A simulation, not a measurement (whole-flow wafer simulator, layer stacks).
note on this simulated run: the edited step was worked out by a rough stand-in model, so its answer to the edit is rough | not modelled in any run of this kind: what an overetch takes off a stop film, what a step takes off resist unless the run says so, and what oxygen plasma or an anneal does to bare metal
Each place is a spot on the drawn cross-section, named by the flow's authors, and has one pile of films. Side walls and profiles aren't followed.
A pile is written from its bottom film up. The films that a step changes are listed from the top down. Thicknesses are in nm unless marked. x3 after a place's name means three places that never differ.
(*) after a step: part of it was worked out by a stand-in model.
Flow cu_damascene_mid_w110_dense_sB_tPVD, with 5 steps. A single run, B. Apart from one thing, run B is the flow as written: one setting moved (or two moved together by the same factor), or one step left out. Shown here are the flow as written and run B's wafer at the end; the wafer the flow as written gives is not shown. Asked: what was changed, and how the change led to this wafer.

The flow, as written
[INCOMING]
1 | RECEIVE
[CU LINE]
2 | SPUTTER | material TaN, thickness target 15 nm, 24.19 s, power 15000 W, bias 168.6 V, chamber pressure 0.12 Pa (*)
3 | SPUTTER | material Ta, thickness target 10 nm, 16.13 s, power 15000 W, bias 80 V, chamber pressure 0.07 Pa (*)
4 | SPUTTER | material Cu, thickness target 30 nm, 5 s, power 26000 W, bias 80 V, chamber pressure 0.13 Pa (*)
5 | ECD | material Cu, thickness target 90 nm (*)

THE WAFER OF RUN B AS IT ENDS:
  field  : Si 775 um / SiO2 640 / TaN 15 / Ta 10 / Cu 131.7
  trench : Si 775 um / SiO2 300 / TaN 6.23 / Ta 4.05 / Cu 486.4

Cause: step 5, ECD: thickness target 101.7 nm was run, while the flow as written has thickness target 90 nm.

How this came from the change, step by step:
  5 | ECD | material Cu, thickness target 90 nm (*)
      field: Cu gains 101.7 (in the flow as written it would be: Cu gains 90)
      trench: Cu gains 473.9 (in the flow as written it would be: Cu gains 462.2)
